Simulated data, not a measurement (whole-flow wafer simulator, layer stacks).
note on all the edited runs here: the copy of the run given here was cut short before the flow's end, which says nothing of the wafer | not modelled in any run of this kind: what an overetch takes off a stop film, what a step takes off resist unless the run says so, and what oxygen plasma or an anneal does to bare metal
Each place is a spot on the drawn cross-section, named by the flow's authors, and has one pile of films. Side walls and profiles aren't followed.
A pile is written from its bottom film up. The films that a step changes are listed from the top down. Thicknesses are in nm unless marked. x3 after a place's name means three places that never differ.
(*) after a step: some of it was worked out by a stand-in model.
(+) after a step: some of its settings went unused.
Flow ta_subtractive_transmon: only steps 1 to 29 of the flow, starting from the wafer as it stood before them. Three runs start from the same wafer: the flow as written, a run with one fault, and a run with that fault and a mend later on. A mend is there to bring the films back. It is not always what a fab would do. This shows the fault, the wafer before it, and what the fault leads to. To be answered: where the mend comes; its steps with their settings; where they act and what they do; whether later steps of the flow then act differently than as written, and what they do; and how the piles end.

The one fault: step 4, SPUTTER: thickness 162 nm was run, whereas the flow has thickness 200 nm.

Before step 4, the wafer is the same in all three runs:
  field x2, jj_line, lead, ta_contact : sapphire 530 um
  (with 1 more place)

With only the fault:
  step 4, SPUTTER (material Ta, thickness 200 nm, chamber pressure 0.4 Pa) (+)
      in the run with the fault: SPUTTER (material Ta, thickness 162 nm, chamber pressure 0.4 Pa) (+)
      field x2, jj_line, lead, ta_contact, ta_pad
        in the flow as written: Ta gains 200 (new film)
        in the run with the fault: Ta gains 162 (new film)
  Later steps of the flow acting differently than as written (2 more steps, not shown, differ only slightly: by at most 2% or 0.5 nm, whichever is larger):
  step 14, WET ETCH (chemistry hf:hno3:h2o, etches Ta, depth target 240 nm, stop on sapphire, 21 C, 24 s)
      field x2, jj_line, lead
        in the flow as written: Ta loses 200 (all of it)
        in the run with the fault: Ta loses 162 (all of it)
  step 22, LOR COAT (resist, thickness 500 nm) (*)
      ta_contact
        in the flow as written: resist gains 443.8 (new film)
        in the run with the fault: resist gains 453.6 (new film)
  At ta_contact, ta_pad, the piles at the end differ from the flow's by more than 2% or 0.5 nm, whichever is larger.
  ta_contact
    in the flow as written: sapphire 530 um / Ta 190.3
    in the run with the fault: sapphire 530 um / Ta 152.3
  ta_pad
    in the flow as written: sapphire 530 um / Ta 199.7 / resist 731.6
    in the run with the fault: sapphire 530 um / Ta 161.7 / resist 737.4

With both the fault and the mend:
  The mend follows step 5.
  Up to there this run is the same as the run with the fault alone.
  step 5a, SPUTTER (material Ta, thickness 38 nm, chamber pressure 0.4 Pa) (+) (the flow's step 4 again, with other settings)
      field x2, jj_line, lead, ta_contact, ta_pad
        Ta gains 38
  Later steps of the flow that are run all act as written at every place that is followed.
  The piles end the same as the flow's at every place that both follow.
